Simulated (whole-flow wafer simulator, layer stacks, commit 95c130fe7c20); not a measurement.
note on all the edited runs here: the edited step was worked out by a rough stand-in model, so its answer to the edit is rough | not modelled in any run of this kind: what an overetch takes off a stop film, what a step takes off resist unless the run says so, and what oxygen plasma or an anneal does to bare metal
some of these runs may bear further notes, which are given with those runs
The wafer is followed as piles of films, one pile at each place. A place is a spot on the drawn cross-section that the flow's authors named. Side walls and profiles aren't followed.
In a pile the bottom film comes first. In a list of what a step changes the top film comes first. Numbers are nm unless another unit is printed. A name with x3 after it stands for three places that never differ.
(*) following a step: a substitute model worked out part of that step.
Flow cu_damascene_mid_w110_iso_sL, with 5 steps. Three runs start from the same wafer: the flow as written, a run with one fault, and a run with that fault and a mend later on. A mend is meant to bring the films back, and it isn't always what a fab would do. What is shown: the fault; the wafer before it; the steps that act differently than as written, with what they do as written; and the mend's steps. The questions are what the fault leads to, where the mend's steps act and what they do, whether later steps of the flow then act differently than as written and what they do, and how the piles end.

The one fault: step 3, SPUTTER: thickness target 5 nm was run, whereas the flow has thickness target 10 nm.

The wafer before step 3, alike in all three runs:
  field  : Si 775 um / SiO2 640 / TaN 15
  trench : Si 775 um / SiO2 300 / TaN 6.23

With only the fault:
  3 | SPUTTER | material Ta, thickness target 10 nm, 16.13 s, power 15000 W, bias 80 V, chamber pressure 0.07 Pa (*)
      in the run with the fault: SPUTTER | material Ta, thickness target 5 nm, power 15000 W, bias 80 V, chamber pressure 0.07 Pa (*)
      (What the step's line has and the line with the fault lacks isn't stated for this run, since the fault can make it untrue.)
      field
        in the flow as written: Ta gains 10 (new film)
        in the run with the fault: Ta gains 5 (new film)
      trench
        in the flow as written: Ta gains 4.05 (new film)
        in the run with the fault: Ta gains 2.02 (new film)
  Later steps of the flow that are run all act as written at every place that is followed, up to a difference of at most 2% or 0.5 nm, whichever is larger.
  The piles end different from the flow's at field, trench by more than 2% or 0.5 nm, whichever is larger.
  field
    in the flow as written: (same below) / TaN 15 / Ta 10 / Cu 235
    in the run with the fault: (same below) / TaN 15 / Ta 5 / Cu 235
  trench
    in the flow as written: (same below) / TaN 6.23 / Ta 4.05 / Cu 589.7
    in the run with the fault: (same below) / TaN 6.23 / Ta 2.02 / Cu 586.7

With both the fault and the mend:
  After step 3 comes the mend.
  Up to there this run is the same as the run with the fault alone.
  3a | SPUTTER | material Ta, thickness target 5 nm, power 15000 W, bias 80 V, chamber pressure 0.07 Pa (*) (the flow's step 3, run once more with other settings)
      field
        Ta gains 5
      trench
        Ta gains 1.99
  Later steps of the flow that are run all act as written at every place that is followed.
  At the end the piles are close to the flow's at the places that both follow, differing by at most 2% or 0.5 nm, whichever is larger.
